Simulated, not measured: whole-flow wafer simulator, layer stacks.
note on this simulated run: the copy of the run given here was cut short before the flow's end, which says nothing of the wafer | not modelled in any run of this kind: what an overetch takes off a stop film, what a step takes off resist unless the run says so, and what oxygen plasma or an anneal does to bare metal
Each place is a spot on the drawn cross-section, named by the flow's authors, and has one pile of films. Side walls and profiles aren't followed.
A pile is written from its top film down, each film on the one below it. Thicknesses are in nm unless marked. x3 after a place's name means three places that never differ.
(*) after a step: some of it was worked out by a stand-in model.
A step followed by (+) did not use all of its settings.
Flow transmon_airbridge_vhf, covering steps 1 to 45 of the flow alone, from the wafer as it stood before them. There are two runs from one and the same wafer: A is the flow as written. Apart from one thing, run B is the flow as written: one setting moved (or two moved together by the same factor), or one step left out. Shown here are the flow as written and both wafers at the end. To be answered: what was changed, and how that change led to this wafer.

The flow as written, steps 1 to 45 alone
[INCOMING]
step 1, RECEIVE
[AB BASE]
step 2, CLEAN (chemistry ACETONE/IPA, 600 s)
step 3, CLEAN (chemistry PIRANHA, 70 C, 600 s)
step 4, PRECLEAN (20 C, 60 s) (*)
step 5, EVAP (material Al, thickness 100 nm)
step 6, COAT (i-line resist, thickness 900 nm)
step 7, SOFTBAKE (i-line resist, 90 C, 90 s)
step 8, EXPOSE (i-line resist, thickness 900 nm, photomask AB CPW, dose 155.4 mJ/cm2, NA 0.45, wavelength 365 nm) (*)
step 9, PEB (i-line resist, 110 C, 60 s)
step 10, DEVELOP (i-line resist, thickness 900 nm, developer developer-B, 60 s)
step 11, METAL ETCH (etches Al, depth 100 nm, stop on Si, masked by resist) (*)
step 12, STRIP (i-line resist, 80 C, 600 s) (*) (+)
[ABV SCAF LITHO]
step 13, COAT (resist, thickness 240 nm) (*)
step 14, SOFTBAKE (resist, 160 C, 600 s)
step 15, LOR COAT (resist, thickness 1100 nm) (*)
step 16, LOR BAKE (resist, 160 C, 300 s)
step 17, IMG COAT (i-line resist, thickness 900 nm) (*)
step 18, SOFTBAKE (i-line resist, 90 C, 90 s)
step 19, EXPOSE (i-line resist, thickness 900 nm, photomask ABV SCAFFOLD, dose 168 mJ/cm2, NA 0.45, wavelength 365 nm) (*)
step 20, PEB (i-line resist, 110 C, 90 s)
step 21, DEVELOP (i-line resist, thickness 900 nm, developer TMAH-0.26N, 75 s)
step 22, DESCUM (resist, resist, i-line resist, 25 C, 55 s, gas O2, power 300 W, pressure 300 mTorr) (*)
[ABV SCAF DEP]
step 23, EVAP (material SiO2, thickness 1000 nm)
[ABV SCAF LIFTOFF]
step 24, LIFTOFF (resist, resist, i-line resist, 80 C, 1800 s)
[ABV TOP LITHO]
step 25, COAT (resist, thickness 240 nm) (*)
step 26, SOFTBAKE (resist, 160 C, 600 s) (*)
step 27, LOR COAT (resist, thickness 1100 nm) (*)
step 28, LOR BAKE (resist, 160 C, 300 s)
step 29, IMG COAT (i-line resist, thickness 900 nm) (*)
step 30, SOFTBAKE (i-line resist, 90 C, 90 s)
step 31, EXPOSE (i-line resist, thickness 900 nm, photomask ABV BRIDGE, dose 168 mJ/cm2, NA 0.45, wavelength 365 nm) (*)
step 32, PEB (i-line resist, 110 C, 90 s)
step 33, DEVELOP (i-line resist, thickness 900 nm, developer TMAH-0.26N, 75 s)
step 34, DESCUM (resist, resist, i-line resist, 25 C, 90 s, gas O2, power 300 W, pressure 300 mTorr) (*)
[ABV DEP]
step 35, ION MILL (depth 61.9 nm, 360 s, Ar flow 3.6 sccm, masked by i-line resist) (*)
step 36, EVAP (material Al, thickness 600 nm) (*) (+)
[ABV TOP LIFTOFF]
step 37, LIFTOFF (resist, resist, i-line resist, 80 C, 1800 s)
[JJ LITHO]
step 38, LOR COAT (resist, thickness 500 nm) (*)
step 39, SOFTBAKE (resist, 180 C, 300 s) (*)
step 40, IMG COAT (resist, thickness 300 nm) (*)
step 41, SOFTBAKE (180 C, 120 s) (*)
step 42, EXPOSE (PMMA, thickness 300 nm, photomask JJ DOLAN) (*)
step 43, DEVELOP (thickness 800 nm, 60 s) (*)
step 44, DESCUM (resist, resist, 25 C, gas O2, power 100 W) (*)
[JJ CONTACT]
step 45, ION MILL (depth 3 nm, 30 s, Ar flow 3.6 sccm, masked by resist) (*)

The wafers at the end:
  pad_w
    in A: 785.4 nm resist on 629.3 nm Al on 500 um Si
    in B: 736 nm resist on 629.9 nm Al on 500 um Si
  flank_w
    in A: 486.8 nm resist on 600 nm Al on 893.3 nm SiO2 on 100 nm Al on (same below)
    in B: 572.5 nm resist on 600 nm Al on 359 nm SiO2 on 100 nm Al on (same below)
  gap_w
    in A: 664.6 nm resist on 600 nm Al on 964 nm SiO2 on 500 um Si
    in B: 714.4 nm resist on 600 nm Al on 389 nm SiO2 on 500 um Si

Cause: step 23, EVAP: thickness 425 nm was run, while the flow as written has thickness 1000 nm.

How this came from the change, step by step:
  step 23, EVAP (material SiO2, thickness 1000 nm)
      field x3, jj_line, ground_far and 10 more: A SiO2 gains 1000 (new film) | B SiO2 gains 425 (new film)
      flank_w, flank_e: A SiO2 gains 929.3 (new film) | B SiO2 gains 395 (new film)
  step 24, LIFTOFF (resist, resist, i-line resist, 80 C, 1800 s)
      field x3, jj_line, trace_open_s x2: A SiO2 loses 1000 (all of it), i-line resist loses 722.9 (all of it), resist loses 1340 (all of it) | B SiO2 loses 425 (all of it), i-line resist loses 722.9 (all of it), resist loses 1340 (all of it)
      pad_w, pad_e: A SiO2 loses 1000 (all of it), i-line resist loses 718 (all of it), resist loses 1330.2 (all of it) | B SiO2 loses 425 (all of it), i-line resist loses 718 (all of it), resist loses 1330.2 (all of it)
      (and at 1 other place as well)
  step 25, COAT (resist, thickness 240 nm) (*)
      flank_w, flank_e: A resist gains 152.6 (new film) | B resist gains 173.9 (new film)
      gap_w, gap_e: A resist gains 210.7 (new film) | B resist gains 234.7 (new film)
      (and at 6 other places as well)
  step 27, LOR COAT (resist, thickness 1100 nm) (*)
      gap_w, gap_e: A resist gains 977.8 | B resist gains 1060.2
      margin_s, margin_n: A resist gains 823.4 | B resist gains 973.5
      (and at 6 other places as well)
  step 29, IMG COAT (i-line resist, thickness 900 nm) (*)
      gap_w, gap_e: A i-line resist gains 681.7 (new film) | B i-line resist gains 823.1 (new film)
      margin_s, margin_n: A i-line resist gains 603.2 (new film) | B i-line resist gains 782.7 (new film)
      (and at 7 other places as well)
  step 30, SOFTBAKE (i-line resist, 90 C, 90 s)
      flank_w, flank_e: A i-line resist loses 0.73 | B i-line resist loses 0.2
  step 32, PEB (i-line resist, 110 C, 90 s)
      pad_w, pad_e: A i-line resist loses 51 | B i-line resist loses 48.1
      flank_w, flank_e: A i-line resist loses 38.3 | B i-line resist loses 43.8
      (and at 7 other places as well)
  step 33, DEVELOP (i-line resist, thickness 900 nm, developer TMAH-0.26N, 75 s)
      gap_w, gap_e: A i-line resist loses 646.9 (all of it), resist loses 977.8 | B i-line resist loses 780.9 (all of it), resist loses 1060.2
      pad_w: A i-line resist loses 937.2 (all of it), resist loses 1247.8 | B i-line resist loses 886.5 (all of it), resist loses 1156.6
      (and at 5 other places as well)
  step 34, DESCUM (resist, resist, i-line resist, 25 C, 90 s, gas O2, power 300 W, pressure 300 mTorr) (*)
      flank_w, flank_e: A resist loses 152.6 (all of it) | B resist loses 173.9 (all of it)
      gap_w, gap_e: A resist loses 210.7 (all of it) | B resist loses 234.7 (all of it)
      (and at 4 other places as well)
  step 37, LIFTOFF (resist, resist, i-line resist, 80 C, 1800 s)
      margin_s, margin_n: A Al loses 600 (all of it), i-line resist loses 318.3 (all of it), resist loses 992 (all of it) | B Al loses 600 (all of it), i-line resist loses 488.6 (all of it), resist loses 1174.6 (all of it)
      ground_far: A Al loses 600 (all of it), i-line resist loses 717.9 (all of it), resist loses 1384.9 (all of it) | B Al loses 600 (all of it), i-line resist loses 646.3 (all of it), resist loses 1362 (all of it)
  step 38, LOR COAT (resist, thickness 500 nm) (*)
      pad_w, pad_e: A resist gains 517 (new film) | B resist gains 483.1 (new film)
      flank_w, flank_e: A resist gains 306.5 (new film) | B resist gains 374.5 (new film)
      (and at 6 other places as well)
  step 40, IMG COAT (resist, thickness 300 nm) (*)
      pad_w, pad_e: A resist gains 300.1 | B resist gains 284.7
      flank_w, flank_e: A resist gains 212.1 | B resist gains 229.7
      (and at 6 other places as well)
